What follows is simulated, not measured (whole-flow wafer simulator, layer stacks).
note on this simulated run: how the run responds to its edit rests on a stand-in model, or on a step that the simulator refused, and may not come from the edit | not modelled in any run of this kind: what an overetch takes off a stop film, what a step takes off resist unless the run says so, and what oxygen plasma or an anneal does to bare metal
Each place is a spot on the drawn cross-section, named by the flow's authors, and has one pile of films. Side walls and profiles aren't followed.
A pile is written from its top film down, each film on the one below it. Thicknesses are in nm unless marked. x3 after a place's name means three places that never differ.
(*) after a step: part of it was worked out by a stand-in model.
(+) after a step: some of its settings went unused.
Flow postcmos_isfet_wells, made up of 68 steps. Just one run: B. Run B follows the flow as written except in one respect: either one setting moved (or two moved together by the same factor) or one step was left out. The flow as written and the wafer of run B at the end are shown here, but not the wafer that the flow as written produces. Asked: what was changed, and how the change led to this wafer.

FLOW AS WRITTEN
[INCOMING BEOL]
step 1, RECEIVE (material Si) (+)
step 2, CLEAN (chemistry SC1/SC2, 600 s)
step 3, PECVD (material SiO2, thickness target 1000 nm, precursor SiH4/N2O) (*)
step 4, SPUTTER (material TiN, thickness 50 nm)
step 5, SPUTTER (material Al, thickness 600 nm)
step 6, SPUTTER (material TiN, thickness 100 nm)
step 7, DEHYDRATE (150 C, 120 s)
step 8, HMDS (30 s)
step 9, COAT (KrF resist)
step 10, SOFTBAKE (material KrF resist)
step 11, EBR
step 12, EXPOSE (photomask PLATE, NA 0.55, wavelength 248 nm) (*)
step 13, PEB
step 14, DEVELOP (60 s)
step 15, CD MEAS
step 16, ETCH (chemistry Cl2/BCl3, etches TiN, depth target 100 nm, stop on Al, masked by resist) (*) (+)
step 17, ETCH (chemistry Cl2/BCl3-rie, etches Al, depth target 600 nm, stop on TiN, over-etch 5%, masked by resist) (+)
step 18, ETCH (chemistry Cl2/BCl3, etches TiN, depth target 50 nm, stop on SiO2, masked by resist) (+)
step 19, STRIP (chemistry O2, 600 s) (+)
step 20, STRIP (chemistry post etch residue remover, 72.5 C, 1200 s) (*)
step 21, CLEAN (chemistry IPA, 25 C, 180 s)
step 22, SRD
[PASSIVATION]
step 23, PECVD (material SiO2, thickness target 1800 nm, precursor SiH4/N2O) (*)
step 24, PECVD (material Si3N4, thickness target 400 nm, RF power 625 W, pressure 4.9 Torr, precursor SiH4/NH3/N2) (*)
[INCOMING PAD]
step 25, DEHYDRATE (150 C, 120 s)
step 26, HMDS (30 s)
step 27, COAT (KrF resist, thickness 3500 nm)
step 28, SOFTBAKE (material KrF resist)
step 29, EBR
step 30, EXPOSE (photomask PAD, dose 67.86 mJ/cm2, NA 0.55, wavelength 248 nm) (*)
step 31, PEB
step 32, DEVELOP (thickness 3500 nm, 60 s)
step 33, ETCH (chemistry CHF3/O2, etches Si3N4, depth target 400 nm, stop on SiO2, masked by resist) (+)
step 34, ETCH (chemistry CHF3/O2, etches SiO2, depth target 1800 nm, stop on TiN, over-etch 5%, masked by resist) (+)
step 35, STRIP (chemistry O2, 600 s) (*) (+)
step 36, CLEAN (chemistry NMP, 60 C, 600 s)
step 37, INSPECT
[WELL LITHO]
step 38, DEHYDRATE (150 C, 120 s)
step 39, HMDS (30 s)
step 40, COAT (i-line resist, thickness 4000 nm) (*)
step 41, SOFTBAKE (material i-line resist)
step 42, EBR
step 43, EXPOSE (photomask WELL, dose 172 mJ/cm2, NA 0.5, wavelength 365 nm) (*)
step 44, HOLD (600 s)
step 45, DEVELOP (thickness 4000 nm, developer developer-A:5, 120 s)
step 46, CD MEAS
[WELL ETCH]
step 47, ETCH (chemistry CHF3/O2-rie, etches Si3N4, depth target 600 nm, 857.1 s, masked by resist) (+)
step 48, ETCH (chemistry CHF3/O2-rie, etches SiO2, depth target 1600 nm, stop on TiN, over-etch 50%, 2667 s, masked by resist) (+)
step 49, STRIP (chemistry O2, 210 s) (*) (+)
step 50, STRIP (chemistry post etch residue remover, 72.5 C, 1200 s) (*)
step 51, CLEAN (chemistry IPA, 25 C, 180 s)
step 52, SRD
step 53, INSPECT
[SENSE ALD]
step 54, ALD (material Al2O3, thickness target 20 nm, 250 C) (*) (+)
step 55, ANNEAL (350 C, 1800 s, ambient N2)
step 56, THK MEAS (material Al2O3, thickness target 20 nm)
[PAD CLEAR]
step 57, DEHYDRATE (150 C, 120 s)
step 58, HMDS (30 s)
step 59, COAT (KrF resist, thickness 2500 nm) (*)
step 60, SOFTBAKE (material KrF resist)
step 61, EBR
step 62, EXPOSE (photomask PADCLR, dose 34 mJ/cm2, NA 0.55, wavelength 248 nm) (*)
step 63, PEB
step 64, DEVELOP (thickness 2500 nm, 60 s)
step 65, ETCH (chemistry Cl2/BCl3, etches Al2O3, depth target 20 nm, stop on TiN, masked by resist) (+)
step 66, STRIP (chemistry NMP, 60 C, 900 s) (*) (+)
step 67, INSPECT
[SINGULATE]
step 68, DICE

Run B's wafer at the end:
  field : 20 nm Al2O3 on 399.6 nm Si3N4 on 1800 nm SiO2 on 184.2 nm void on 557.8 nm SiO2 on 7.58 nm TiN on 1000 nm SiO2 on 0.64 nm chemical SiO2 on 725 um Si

The reason: step 18, ETCH: depth target 42 nm was run, whereas the flow has depth target 50 nm.

How this came from the change, step by step:
  step 18, ETCH (chemistry Cl2/BCl3, etches TiN, depth target 50 nm, stop on SiO2, masked by resist) (+)
      field: TiN loses 42 (as written it would have been: TiN loses 50 (all of it))
      margin, well900, well1300 x3, pad_rim, pad_clr, pad_open: KrF resist loses 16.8 (as written it would have been: KrF resist loses 20)
  step 23, PECVD (material SiO2, thickness target 1800 nm, precursor SiH4/N2O) (*)
      field: SiO2 gains 1800 (new film), void gains 184.2 (new film), SiO2 gains 557.8 (new film) (as written it would have been: SiO2 gains 1800 (new film), void gains 189.9 (new film), SiO2 gains 559.7)
If metal films that touch count as one body, field has 1 body; the flow as written gives 0 bodies.
